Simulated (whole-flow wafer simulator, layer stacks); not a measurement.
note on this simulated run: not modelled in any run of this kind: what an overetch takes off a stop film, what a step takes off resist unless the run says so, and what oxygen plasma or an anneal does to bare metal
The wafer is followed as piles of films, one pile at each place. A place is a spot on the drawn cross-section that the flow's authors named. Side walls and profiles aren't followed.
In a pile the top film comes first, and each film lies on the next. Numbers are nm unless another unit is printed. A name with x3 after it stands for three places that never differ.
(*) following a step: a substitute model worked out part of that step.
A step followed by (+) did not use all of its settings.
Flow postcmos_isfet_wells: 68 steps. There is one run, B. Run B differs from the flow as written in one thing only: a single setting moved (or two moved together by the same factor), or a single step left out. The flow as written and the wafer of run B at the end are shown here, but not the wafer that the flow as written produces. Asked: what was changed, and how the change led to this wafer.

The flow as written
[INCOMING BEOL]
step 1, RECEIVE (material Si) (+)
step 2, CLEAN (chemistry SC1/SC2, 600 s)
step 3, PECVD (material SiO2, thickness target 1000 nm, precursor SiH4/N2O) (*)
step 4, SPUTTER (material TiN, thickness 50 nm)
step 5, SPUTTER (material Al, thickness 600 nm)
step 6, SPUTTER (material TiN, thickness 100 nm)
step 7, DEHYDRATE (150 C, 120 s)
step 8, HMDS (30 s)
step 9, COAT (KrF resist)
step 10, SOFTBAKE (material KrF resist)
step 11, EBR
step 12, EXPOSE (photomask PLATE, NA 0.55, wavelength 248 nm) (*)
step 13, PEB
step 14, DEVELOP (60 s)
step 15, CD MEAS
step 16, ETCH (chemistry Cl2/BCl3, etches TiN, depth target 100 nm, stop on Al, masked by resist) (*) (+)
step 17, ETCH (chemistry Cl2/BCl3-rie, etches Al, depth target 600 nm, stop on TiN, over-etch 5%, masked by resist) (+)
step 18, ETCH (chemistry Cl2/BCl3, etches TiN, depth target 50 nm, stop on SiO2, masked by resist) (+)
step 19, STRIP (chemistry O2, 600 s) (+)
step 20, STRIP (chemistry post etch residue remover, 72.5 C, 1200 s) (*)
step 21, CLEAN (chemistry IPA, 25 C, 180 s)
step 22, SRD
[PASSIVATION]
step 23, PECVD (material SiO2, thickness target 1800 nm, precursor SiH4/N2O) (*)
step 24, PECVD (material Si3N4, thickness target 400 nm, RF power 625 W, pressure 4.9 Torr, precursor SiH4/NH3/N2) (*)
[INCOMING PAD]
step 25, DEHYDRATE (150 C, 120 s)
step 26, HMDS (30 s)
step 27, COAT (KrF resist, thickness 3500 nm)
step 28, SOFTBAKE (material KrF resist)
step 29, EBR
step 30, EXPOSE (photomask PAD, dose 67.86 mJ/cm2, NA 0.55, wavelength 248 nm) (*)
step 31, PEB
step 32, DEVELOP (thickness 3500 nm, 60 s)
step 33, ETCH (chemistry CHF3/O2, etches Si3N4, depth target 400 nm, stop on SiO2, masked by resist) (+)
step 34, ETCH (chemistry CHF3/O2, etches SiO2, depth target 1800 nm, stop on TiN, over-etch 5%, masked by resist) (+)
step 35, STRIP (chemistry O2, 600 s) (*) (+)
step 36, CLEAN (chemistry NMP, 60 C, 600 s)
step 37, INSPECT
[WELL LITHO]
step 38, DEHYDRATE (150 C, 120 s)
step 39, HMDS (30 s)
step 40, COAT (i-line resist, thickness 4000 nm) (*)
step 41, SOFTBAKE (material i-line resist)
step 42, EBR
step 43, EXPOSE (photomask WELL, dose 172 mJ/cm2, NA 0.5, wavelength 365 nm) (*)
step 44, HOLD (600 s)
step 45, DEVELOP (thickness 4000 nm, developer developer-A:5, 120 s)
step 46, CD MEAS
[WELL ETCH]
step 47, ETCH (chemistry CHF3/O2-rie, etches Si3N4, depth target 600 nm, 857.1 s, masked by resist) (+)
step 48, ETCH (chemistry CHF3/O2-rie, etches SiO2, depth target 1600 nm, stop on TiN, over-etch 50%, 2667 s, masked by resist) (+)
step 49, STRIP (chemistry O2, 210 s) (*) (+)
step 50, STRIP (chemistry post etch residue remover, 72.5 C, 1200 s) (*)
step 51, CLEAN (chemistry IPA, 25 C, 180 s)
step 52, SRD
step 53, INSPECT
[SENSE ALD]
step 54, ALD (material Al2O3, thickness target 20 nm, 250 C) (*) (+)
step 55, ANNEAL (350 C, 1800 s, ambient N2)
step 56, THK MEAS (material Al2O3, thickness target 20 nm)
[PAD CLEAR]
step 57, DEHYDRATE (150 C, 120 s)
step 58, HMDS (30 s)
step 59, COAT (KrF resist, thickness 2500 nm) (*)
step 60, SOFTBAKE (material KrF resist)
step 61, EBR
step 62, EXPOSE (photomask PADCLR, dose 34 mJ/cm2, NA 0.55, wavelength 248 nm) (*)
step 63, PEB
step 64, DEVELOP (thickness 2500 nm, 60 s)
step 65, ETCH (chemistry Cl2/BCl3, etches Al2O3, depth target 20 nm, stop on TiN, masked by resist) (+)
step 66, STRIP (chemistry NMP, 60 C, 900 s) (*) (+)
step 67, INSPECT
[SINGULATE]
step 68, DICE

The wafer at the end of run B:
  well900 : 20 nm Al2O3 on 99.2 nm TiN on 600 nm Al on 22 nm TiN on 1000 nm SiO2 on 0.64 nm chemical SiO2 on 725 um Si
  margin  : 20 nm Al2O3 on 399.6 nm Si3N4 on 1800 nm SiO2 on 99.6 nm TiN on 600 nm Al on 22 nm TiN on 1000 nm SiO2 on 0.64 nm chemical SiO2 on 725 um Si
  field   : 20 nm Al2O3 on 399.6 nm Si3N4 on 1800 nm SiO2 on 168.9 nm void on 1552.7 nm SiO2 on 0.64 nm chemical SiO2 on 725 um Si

What caused this: step 4, SPUTTER: thickness 22 nm was run, whereas the flow has thickness 50 nm.
One can read it off the wafer: well900 has TiN 22, and step 4 as written asks for 50 nm.

How this came from the change, step by step:
  step 4, SPUTTER (material TiN, thickness 50 nm)
      field, margin, well900, well1300 x3, pad_rim, pad_clr, pad_open: +22 TiN (new film) (in the flow as written it would be: +50 TiN (new film))
  step 18, ETCH (chemistry Cl2/BCl3, etches TiN, depth target 50 nm, stop on SiO2, masked by resist) (+)
      margin, well900, well1300 x3, pad_rim, pad_clr, pad_open: -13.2 KrF resist (in the flow as written it would be: -20 KrF resist)
      field: -22 TiN (all of it) (in the flow as written it would be: -50 TiN (all of it))
  step 23, PECVD (material SiO2, thickness target 1800 nm, precursor SiH4/N2O) (*)
      field: +1800 SiO2 (new film), +168.9 void (new film), +552.7 SiO2 (in the flow as written it would be: +1800 SiO2 (new film), +189.9 void (new film), +559.7 SiO2)
